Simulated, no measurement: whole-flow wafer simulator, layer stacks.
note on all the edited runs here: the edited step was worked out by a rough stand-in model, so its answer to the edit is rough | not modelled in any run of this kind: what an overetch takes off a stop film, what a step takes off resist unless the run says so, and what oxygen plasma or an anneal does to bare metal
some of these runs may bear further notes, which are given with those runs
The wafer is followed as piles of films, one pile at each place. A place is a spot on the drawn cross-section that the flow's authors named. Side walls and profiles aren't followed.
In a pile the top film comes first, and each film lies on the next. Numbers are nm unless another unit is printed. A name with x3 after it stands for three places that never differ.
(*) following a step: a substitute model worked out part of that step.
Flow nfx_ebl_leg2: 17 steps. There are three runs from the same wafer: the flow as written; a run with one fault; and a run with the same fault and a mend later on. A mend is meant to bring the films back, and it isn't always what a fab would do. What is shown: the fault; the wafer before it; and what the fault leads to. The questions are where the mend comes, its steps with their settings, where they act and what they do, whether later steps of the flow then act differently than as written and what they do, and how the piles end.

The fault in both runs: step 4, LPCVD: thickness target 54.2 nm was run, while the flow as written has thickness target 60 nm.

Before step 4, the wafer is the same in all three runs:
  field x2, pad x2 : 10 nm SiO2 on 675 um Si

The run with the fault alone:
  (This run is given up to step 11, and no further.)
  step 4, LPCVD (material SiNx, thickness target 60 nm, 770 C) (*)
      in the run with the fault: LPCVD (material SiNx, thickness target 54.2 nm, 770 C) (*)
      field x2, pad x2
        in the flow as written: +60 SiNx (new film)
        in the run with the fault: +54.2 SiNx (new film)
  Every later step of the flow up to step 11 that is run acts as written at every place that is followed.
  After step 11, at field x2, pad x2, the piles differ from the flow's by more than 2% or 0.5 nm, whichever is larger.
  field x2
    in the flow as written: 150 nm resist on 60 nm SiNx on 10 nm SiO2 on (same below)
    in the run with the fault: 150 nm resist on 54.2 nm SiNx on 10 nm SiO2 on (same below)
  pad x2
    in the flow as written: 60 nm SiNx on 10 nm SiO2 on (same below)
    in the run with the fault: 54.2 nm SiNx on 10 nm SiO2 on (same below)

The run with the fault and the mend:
  The mend stands after step 5.
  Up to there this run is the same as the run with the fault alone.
  step 5a, ETCH (chemistry h3po4, depth target 62.33 nm)
      field x2, pad x2
        -54.2 SiNx (all of it)
  step 5b, CLEAN (chemistry SC1/SC2) (a further turn of the flow's step 2)
      leaves every film unchanged at each place that is followed
  step 5c, LPCVD (material SiNx, thickness target 60 nm, 770 C) (*) (a further turn of the flow's step 4)
      field x2, pad x2
        +60 SiNx (new film)
  Every later step of the flow that is run acts as written at every place that is followed.
  The piles end the same as the flow's at every place that both follow.
